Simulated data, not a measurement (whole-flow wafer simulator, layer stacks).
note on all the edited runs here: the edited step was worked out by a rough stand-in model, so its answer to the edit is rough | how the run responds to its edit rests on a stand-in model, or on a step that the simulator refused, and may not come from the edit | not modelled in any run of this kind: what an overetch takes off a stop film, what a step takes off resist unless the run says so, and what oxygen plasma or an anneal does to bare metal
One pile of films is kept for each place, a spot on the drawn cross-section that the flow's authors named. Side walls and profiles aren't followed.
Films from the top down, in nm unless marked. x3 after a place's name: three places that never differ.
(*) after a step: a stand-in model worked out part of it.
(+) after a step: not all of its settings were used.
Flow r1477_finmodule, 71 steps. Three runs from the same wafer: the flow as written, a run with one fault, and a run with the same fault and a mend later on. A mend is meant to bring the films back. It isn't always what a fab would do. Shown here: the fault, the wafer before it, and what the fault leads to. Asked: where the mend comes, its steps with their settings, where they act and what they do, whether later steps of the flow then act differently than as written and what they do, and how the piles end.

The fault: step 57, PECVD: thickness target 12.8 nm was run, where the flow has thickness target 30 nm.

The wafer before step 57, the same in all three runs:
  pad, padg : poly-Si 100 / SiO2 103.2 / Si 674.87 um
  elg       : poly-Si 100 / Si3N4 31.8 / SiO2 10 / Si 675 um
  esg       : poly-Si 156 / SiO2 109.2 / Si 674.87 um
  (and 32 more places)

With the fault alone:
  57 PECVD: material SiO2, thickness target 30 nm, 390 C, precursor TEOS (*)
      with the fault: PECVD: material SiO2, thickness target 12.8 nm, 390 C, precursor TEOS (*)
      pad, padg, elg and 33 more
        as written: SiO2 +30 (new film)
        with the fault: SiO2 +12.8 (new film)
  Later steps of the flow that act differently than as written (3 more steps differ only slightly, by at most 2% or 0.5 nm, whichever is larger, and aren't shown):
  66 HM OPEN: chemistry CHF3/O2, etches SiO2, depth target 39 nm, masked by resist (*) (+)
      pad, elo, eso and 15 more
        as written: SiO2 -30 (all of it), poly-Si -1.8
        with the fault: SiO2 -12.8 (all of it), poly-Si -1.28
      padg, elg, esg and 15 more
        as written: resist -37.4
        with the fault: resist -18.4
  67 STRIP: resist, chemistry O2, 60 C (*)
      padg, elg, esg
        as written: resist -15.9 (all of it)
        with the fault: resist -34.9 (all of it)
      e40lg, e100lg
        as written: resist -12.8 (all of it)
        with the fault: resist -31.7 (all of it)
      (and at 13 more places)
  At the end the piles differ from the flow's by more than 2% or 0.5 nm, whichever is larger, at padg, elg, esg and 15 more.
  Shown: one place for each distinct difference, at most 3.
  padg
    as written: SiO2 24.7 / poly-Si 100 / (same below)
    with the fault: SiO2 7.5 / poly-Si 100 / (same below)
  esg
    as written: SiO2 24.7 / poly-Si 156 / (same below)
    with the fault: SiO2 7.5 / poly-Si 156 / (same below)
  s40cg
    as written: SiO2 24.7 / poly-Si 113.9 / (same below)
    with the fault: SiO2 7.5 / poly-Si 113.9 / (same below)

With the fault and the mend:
  The mend comes after step 58.
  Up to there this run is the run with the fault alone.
  58a PECVD: material SiO2, thickness target 17.2 nm, 390 C, precursor TEOS (*) (the flow's step 57 once more, with other settings)
      pad, padg, elg and 33 more
        SiO2 +17.2
  No later step of the flow acts differently than as written at any place that is followed.
  At the end the piles are the same as the flow's at every place that both follow.
